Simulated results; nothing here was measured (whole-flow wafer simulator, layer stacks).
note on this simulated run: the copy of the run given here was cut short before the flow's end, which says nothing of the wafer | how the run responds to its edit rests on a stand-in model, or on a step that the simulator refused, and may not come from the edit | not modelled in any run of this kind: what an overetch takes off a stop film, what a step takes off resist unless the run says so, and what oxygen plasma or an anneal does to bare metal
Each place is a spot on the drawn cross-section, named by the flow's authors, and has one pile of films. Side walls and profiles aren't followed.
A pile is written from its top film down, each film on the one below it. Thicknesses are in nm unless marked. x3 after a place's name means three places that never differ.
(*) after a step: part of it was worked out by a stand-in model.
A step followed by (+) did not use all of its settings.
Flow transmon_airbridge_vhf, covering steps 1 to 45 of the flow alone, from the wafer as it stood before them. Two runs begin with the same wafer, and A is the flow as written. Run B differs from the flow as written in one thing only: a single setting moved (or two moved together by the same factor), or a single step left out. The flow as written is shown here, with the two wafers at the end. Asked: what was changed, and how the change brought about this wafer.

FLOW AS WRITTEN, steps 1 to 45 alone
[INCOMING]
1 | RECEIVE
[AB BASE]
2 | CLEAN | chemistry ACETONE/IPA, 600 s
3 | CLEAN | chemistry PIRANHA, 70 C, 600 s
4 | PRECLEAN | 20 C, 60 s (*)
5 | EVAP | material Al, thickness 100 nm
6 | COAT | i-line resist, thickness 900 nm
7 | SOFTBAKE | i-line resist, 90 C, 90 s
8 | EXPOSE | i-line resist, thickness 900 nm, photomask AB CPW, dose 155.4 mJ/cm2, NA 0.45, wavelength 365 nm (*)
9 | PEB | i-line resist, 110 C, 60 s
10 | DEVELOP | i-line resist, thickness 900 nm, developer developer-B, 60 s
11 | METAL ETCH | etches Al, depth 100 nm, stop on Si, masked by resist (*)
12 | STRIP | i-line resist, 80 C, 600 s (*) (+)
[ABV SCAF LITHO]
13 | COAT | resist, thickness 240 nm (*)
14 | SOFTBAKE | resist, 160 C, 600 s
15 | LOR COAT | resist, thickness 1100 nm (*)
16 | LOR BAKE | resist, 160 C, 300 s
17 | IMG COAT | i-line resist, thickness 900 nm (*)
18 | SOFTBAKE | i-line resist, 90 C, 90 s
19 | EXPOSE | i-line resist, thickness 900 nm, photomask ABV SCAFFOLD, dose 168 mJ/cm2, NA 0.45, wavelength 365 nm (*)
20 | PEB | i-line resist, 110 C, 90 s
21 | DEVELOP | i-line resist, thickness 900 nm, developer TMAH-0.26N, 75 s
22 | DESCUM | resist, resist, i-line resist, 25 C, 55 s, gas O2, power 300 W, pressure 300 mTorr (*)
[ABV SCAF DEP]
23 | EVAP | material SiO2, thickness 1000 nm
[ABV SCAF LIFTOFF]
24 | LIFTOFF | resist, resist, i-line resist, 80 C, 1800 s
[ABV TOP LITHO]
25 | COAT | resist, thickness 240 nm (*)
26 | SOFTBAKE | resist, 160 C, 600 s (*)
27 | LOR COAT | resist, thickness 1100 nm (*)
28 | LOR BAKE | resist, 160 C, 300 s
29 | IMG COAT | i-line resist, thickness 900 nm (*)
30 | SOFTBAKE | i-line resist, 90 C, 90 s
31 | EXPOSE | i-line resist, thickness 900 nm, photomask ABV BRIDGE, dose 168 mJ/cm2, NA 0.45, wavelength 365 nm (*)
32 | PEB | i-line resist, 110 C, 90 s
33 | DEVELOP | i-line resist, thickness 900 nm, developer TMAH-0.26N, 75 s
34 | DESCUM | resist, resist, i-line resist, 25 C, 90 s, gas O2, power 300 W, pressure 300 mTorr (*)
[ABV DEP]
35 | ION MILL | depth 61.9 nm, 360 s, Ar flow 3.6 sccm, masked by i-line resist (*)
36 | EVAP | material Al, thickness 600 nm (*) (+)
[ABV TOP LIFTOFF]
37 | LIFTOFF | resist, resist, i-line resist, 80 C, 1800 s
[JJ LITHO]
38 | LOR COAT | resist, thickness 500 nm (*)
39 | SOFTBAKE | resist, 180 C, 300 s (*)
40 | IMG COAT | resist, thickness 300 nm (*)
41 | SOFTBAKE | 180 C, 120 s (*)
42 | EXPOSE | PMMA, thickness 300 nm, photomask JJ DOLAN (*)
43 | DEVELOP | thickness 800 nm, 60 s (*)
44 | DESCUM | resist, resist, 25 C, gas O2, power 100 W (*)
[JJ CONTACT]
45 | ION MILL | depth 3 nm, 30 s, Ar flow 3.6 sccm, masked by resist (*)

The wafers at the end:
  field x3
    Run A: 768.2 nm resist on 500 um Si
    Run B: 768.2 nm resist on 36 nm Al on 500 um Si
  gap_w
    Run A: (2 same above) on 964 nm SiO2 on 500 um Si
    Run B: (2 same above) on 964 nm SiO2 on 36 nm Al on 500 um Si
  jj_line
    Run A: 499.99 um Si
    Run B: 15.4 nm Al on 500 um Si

The reason: step 5, EVAP: thickness 136 nm was run, though the flow has thickness 100 nm.

How this came from the change, step by step:
  5 | EVAP | material Al, thickness 100 nm
      field x3, jj_line, ground_far and 12 more: A +100 Al (new film) | B +136 Al (new film)
  11 | METAL ETCH | etches Al, depth 100 nm, stop on Si, masked by resist (*)
      field x3, jj_line, gap_w, gap_e: A -100 Al (all of it) | B -100 Al
  45 | ION MILL | depth 3 nm, 30 s, Ar flow 3.6 sccm, masked by resist (*)
      jj_line: A -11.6 Si | B -20.6 Al
With metal films that touch counted as one body, field x3 has 1 body; the flow as written gives 0 bodies.
With metal films that touch counted as one body, gap_w has 2 bodies (between them, from the top down: SiO2 964); the flow as written gives 1 body.
With metal films that touch counted as one body, jj_line has 1 body; the flow as written gives 0 bodies.
